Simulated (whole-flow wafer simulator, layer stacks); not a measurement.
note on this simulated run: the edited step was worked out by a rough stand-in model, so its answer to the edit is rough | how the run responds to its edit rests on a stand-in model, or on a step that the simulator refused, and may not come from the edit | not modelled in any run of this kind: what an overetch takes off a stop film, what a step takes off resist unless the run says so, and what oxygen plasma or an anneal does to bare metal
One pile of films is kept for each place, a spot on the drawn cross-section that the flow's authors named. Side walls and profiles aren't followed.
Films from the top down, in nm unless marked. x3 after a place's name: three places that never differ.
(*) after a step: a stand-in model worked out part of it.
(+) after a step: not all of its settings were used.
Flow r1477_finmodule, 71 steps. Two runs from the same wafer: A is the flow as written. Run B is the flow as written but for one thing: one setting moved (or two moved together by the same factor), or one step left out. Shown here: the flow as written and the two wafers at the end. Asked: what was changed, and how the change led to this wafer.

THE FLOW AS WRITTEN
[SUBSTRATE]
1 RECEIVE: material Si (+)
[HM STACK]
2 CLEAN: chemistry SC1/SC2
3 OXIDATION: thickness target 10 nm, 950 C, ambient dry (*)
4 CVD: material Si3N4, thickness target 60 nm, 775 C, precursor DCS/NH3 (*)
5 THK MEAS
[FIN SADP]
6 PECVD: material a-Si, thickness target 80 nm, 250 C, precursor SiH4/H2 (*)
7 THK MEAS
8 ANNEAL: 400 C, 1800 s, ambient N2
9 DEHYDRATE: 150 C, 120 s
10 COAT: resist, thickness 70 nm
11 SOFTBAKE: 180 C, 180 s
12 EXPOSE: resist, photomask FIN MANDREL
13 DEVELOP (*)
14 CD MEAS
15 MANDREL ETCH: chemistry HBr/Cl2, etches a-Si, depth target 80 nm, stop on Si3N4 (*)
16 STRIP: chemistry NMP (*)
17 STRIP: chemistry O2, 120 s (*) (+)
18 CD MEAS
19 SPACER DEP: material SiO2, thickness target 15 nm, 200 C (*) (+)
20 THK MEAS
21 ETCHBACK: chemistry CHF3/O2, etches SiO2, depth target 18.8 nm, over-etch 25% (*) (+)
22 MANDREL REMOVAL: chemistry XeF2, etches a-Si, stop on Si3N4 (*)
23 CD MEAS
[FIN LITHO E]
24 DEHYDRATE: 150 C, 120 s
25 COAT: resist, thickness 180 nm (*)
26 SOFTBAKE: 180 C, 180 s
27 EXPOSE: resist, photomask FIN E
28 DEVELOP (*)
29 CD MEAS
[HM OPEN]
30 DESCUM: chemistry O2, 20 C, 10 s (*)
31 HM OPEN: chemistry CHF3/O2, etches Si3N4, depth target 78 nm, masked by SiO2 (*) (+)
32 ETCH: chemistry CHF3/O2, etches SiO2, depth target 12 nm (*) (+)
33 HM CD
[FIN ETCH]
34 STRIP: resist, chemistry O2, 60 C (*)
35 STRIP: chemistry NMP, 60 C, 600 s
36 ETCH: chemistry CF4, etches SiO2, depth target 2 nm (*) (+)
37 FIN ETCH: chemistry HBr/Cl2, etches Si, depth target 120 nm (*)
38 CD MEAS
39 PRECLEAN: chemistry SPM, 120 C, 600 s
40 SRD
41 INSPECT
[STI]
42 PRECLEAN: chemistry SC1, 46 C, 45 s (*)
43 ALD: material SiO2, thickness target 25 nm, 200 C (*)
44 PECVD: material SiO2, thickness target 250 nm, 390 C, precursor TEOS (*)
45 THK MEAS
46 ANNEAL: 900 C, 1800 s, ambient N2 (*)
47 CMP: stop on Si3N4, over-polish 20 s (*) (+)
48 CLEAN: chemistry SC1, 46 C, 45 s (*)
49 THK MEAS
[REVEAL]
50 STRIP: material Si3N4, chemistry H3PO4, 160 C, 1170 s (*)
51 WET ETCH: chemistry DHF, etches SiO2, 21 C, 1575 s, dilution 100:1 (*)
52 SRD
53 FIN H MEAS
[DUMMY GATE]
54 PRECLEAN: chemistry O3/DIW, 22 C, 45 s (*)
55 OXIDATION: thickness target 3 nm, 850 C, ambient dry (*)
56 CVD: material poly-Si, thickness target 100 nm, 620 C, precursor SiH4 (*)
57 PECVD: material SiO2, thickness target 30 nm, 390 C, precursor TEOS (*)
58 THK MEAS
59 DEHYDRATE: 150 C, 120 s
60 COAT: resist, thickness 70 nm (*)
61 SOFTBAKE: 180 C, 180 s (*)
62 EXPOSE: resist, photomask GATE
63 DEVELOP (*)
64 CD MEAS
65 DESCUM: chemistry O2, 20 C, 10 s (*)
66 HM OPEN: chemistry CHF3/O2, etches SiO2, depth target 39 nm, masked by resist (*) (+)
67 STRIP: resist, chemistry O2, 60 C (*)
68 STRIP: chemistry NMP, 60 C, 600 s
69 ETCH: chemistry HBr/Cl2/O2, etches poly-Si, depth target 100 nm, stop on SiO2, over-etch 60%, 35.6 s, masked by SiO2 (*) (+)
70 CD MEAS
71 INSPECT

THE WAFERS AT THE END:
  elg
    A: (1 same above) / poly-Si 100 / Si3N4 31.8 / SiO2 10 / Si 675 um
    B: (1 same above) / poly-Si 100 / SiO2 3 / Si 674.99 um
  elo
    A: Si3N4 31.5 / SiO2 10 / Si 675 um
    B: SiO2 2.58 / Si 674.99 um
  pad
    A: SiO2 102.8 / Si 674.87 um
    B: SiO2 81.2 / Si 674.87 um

The cause: step 6, PECVD: thickness target 50 nm was run, where the flow has thickness target 80 nm.

How the change led to this, step by step:
  6 PECVD: material a-Si, thickness target 80 nm, 250 C, precursor SiH4/H2 (*)
      pad, padg, elg and 33 more: A a-Si +80 (new film) | B a-Si +50 (new film)
  15 MANDREL ETCH: chemistry HBr/Cl2, etches a-Si, depth target 80 nm, stop on Si3N4 (*)
      pad, padg, elg and 27 more: A a-Si -80 (all of it) | B a-Si -50 (all of it)
      s40cg, s45cg, s50cg, s40co, s45co, s50co: A resist -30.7 | B resist -28.8
  16 STRIP: chemistry NMP (*)
      s40cg, s45cg, s50cg, s40co, s45co, s50co: A resist -39.3 (all of it) | B resist -41.2 (all of it)
  21 ETCHBACK: chemistry CHF3/O2, etches SiO2, depth target 18.8 nm, over-etch 25% (*) (+)
      s40sg_line, s45sg_line, s50sg_line, s40so_line, s45so_line, s50so_line: A SiO2 +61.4 | B SiO2 +31.4
  22 MANDREL REMOVAL: chemistry XeF2, etches a-Si, stop on Si3N4 (*)
      s40cg, s45cg, s50cg, s40co, s45co, s50co: A a-Si -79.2 (all of it) | B a-Si -49.2 (all of it)
  25 COAT: resist, thickness 180 nm (*)
      s40cg, s40co: A resist +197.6 (new film) | B resist +190.1 (new film)
      s40sg, s40so: A resist +201.2 (new film) | B resist +193.7 (new film)
      (and at 14 more places)
  28 DEVELOP (*)
      s40cg, s40co: A resist -197.6 (all of it) | B resist -190.1 (all of it)
      s40sg, s40so: A resist -201.2 (all of it) | B resist -193.7 (all of it)
      (and at 14 more places)
  32 ETCH: chemistry CHF3/O2, etches SiO2, depth target 12 nm (*) (+)
      s40sg_line, s45sg_line, s50sg_line, s40so_line, s45so_line, s50so_line: A SiO2 -12 | B SiO2 -7.4 (all of it)
      pad, padg, e40sg and 11 more: A Si -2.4 | B Si -1.48
      (and at 16 more places)
  34 STRIP: resist, chemistry O2, 60 C (*)
      elg, e40lg, e100lg, e200lg, elo, e40lo, e100lo, e200lo: A resist -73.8 (all of it) | B resist -78.2 (all of it)
  36 ETCH: chemistry CF4, etches SiO2, depth target 2 nm (*) (+)
      elg, e40lg, e100lg, e200lg, elo, e40lo, e100lo, e200lo: A Si3N4 -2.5 | B nothing
      s40sg_line, s45sg_line, s50sg_line, s40so_line, s45so_line, s50so_line: A SiO2 -2 | B nothing
  37 FIN ETCH: chemistry HBr/Cl2, etches Si, depth target 120 nm (*)
      s40sg_line, s45sg_line, s50sg_line, s40so_line, s45so_line, s50so_line: A SiO2 -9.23 | B Si3N4 -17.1
  43 ALD: material SiO2, thickness target 25 nm, 200 C (*)
      s40sg_line, s45sg_line, s50sg_line, s40so_line, s45so_line, s50so_line: A SiO2 +25 | B SiO2 +25 (new film)
      s40cg, s45cg, s50cg, s40co, s45co, s50co: A SiO2 +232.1 (new film) | B SiO2 +199.9 (new film)
  47 CMP: stop on Si3N4, over-polish 20 s (*) (+)
      elg, e40lg, e100lg, e200lg, elo, e40lo, e100lo, e200lo: A SiO2 -241.6 | B SiO2 -263.8 (all of it), Si3N4 -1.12
      pad, padg, e40sg and 11 more: A SiO2 -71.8 | B SiO2 -93.5
      (and at 14 more places)
  50 STRIP: material Si3N4, chemistry H3PO4, 160 C, 1170 s (*)
      elg, e40lg, e100lg, e200lg, elo, e40lo, e100lo, e200lo: A SiO2 -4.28 | B Si3N4 -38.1 (all of it), SiO2 -2.02
      s40sg_line, s45sg_line, s50sg_line, s40so_line, s45so_line, s50so_line: A Si3N4 -58.9 (all of it), SiO2 -1.37 | B Si3N4 -38.1 (all of it), SiO2 -2.02
  51 WET ETCH: chemistry DHF, etches SiO2, 21 C, 1575 s, dilution 100:1 (*)
      elg, e40lg, e100lg, e200lg, elo, e40lo, e100lo, e200lo: A SiO2 -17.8 (all of it), Si3N4 -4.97 | B SiO2 -7.98 (all of it)
      s40sg_line, s45sg_line, s50sg_line, s40so_line, s45so_line, s50so_line: A SiO2 -8.63 (all of it) | B SiO2 -7.98 (all of it)
  54 PRECLEAN: chemistry O3/DIW, 22 C, 45 s (*)
      elg, e40lg, e100lg, e200lg, elo, e40lo, e100lo, e200lo: A nothing | B chemical SiO2 +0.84 (new film), Si -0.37
  ... 5 more steps ...
  69 ETCH: chemistry HBr/Cl2/O2, etches poly-Si, depth target 100 nm, stop on SiO2, over-etch 60%, 35.6 s, masked by SiO2 (*) (+)
      s40co: A chemical SiO2 -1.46 (all of it), poly-Si -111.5 (all of it), SiO2 -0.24 | B chemical SiO2 -1.36 (all of it), poly-Si -134.3 (all of it), SiO2 -0.13
      s45co: A chemical SiO2 -1.46 (all of it), poly-Si -110.9 (all of it), SiO2 -0.25 | B chemical SiO2 -1.36 (all of it), poly-Si -134.3 (all of it), SiO2 -0.13
      (and at 1 more place)
